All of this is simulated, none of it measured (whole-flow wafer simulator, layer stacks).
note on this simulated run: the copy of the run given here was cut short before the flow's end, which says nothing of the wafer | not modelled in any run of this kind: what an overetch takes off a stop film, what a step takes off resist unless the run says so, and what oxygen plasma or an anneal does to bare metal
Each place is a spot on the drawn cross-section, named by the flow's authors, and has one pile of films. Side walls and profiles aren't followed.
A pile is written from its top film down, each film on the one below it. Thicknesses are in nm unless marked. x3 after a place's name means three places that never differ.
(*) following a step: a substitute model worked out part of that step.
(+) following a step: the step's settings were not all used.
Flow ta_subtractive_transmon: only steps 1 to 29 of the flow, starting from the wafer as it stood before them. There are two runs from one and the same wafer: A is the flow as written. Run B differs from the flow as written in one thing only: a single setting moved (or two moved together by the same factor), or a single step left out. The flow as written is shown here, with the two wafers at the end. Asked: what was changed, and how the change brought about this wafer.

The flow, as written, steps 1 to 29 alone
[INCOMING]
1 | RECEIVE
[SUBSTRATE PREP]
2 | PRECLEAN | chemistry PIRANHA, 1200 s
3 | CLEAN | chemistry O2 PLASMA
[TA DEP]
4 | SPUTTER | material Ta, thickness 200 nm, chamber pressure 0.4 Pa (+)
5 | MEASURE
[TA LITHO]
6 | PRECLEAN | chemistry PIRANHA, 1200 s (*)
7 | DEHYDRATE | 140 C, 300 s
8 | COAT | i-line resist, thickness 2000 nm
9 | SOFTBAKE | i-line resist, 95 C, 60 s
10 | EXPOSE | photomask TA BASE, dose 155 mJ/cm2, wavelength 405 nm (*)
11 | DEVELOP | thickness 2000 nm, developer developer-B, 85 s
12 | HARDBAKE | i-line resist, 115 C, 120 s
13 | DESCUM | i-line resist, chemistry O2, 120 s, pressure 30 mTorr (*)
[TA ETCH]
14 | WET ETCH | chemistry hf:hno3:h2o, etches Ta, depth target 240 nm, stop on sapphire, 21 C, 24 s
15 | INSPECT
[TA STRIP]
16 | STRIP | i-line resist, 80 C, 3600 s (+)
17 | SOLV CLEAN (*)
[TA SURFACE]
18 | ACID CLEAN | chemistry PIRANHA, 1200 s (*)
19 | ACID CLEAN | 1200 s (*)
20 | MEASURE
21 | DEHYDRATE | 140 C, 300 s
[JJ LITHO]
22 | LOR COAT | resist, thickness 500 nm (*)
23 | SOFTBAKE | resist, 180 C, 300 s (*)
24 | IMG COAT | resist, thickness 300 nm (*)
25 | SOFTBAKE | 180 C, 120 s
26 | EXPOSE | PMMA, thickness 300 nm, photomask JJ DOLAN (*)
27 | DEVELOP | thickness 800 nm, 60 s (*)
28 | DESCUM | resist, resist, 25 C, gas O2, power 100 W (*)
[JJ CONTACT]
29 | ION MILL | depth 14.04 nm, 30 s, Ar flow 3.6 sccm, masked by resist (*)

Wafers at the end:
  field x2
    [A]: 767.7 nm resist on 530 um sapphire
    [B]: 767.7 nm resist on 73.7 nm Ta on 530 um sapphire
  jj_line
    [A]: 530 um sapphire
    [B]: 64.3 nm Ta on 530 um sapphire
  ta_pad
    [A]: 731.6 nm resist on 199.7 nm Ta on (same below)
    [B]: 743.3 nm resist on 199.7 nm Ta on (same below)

The reason: step 14, WET ETCH: 12.6 s was run, though the flow has 24 s.

The path from the change to this, step by step:
  14 | WET ETCH | chemistry hf:hno3:h2o, etches Ta, depth target 240 nm, stop on sapphire, 21 C, 24 s
      field x2, jj_line, lead: A -200 Ta (all of it) | B -126 Ta
  22 | LOR COAT | resist, thickness 500 nm (*)
      lead: A +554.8 resist (new film) | B +535.5 resist (new film)
      ta_contact: A +443.8 resist (new film) | B +463.3 resist (new film)
  24 | IMG COAT | resist, thickness 300 nm (*)
      ta_pad: A +281.3 resist | B +288 resist
  27 | DEVELOP | thickness 800 nm, 60 s (*)
      lead: A -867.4 resist (all of it) | B -843.4 resist (all of it)
      ta_contact: A -731.2 resist (all of it) | B -755.5 resist (all of it)
  29 | ION MILL | depth 14.04 nm, 30 s, Ar flow 3.6 sccm, masked by resist (*)
      jj_line, lead: A -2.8 sapphire | B -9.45 Ta
With metal films that touch counted as one body, field x2 has 1 body; the flow as written gives 0 bodies.
With metal films that touch counted as one body, jj_line has 1 body; the flow as written gives 0 bodies.
